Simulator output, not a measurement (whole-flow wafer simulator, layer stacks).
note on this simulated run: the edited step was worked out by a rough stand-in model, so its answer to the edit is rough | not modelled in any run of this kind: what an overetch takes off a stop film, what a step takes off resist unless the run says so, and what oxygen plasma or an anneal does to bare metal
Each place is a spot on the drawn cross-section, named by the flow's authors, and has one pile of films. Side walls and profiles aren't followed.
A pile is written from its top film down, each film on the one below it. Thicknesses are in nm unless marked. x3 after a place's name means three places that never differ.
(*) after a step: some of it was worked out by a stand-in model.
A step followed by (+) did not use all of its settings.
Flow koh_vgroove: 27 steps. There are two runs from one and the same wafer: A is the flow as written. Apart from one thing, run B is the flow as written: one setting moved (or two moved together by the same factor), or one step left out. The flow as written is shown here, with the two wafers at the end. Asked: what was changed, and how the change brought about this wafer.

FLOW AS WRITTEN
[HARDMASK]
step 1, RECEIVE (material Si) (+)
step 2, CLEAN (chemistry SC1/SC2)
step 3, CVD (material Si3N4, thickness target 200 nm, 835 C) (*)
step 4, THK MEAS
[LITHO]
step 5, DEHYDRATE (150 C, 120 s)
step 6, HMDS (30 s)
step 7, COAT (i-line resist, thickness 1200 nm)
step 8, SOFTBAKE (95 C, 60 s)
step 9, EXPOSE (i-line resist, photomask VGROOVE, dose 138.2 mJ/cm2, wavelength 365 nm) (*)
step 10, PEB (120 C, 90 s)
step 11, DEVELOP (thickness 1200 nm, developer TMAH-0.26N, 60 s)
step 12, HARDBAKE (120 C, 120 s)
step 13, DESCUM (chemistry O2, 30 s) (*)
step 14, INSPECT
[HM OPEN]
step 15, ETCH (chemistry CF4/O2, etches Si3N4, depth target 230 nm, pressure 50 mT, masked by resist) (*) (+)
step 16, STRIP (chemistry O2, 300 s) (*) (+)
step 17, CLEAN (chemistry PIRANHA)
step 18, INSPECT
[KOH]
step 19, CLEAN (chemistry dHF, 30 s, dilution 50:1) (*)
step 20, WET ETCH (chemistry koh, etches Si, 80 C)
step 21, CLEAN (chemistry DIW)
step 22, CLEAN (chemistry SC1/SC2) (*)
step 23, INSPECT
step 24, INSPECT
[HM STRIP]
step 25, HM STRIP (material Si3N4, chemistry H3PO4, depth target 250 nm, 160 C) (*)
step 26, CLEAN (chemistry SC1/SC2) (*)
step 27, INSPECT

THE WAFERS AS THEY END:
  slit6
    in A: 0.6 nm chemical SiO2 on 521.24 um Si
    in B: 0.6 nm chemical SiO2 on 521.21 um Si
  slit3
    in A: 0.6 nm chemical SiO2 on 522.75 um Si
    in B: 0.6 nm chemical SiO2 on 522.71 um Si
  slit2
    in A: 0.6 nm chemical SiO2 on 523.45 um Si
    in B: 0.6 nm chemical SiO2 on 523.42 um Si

The reason: step 15, ETCH: depth target 264 nm was run, though the flow has depth target 230 nm.

Step by step, how the change led to this:
  step 15, ETCH (chemistry CF4/O2, etches Si3N4, depth target 230 nm, pressure 50 mT, masked by resist) (*) (+)
      slit3, slit2, slit6, slit20: A -200 Si3N4 (all of it), -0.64 chemical SiO2 (all of it), -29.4 Si | B -200 Si3N4 (all of it), -0.64 chemical SiO2 (all of it), -63.4 Si
      field: A -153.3 i-line resist | B -176 i-line resist
  step 16, STRIP (chemistry O2, 300 s) (*) (+)
      field: A -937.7 i-line resist (all of it) | B -915 i-line resist (all of it)
